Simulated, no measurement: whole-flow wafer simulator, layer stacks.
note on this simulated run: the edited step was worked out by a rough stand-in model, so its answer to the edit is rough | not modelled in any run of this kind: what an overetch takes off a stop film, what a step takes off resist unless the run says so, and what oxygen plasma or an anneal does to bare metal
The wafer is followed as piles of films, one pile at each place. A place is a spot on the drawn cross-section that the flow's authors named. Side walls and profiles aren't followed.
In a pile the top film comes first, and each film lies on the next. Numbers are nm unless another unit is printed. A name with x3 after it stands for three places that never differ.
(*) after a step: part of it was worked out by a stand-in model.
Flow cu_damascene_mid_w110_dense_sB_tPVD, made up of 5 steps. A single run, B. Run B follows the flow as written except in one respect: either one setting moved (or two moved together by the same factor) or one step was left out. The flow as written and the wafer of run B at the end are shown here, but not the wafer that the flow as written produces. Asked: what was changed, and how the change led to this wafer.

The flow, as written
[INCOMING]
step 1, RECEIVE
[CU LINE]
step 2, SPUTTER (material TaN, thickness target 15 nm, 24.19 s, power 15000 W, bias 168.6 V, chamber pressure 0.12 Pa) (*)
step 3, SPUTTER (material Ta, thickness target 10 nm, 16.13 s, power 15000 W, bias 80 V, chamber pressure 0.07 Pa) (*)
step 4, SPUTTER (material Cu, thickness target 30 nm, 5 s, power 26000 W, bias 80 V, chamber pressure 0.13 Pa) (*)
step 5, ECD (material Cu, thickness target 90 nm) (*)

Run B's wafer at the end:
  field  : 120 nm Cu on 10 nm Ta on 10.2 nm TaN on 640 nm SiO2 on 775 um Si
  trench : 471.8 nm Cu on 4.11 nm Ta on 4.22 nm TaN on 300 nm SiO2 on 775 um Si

What caused this: step 2, SPUTTER: power 10160 W was run, though the flow has power 15000 W.

Step by step, how the change led to this:
  step 2, SPUTTER (material TaN, thickness target 15 nm, 24.19 s, power 15000 W, bias 168.6 V, chamber pressure 0.12 Pa) (*)
      field: +10.2 TaN (new film) (as written it would have been: +15 TaN (new film))
      trench: +4.22 TaN (new film) (as written it would have been: +6.23 TaN (new film))
